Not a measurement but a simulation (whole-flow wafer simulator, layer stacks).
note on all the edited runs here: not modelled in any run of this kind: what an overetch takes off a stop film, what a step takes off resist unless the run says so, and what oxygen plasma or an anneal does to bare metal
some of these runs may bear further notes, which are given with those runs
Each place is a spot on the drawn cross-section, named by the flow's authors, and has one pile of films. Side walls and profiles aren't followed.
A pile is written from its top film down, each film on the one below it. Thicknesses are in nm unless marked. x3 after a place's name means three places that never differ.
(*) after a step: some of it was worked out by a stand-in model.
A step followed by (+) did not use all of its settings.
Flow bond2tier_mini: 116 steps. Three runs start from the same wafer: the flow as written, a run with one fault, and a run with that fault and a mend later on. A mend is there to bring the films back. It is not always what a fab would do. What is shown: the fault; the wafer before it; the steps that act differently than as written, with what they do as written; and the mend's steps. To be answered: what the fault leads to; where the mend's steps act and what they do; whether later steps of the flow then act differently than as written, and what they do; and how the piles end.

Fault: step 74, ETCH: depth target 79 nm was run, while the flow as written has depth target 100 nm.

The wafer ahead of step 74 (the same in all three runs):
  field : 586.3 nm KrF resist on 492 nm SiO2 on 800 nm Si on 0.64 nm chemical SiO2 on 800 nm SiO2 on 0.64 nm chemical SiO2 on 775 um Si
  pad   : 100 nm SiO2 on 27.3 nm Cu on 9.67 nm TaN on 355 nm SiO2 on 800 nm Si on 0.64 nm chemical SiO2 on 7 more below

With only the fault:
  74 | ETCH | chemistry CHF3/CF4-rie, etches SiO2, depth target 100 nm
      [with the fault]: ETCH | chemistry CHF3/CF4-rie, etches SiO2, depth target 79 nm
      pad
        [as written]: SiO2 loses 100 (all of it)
        [with the fault]: SiO2 loses 79
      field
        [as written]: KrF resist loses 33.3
        [with the fault]: KrF resist loses 26.3
  Steps further on in the flow that do not act as written (3 more steps, not shown, differ only slightly: by at most 2% or 0.5 nm, whichever is larger):
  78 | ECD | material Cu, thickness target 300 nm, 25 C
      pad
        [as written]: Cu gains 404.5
        [with the fault]: Cu gains 382.6
  At pad, the piles at the end differ from the flow's by more than 2% or 0.5 nm, whichever is larger.
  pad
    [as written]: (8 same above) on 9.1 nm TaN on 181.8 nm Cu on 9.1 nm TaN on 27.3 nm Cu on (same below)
    [with the fault]: (8 same above) on 9.1 nm TaN on 160.6 nm Cu on 9.29 nm TaN on 21 nm SiO2 on 27.3 nm Cu on (same below)

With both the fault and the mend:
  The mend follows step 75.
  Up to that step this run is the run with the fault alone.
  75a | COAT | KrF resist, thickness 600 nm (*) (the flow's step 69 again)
      field
        KrF resist gains 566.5 (new film)
      pad
        KrF resist gains 634.9 (new film)
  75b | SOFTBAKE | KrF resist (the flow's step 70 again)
      alters no film at any place that is followed
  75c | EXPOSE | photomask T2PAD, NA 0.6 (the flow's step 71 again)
      alters no film at any place that is followed
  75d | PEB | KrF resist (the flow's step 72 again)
      alters no film at any place that is followed
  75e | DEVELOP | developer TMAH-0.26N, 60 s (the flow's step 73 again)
      field
        KrF resist loses 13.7
      pad
        KrF resist loses 634.9 (all of it)
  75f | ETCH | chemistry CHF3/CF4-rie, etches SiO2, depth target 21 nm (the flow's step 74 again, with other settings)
      field
        KrF resist loses 7
      pad
        SiO2 loses 21 (all of it)
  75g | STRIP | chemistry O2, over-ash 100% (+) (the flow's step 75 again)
      field
        KrF resist loses 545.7 (all of it)
  None of the later steps of the flow acts differently than as written at any place that is followed.
  At every place that both follow, the piles at the end match the flow's.
